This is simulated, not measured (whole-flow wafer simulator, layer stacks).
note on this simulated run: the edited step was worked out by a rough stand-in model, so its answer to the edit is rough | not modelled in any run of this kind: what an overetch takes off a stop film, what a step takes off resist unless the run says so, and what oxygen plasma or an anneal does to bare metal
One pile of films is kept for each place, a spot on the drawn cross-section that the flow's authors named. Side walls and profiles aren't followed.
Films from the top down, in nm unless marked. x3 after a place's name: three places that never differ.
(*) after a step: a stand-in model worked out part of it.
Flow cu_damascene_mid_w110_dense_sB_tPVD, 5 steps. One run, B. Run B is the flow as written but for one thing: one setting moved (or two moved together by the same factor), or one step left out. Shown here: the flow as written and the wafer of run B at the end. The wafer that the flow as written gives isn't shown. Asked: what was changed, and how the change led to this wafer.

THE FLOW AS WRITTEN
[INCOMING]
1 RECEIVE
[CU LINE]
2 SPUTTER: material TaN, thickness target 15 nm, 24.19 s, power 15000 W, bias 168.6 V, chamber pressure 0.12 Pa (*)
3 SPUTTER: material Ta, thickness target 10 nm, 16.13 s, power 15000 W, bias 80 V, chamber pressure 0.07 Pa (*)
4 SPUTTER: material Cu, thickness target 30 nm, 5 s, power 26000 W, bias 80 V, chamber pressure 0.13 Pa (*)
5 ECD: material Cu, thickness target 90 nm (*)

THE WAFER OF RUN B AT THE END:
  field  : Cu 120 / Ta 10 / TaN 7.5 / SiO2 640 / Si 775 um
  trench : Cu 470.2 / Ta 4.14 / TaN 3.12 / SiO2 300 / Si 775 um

The cause: step 2, SPUTTER: thickness target 7.5 nm was run, where the flow has thickness target 15 nm; step 2, SPUTTER: 12.1 s was run, where the flow has 24.19 s.
It can be read off the wafer: field has TaN 7.5, and step 2 as written asks for 15 nm.

How the change led to this, step by step:
  2 SPUTTER: material TaN, thickness target 15 nm, 24.19 s, power 15000 W, bias 168.6 V, chamber pressure 0.12 Pa (*)
      field: TaN +7.5 (new film) (as written it would be: TaN +15 (new film))
      trench: TaN +3.12 (new film) (as written it would be: TaN +6.23 (new film))
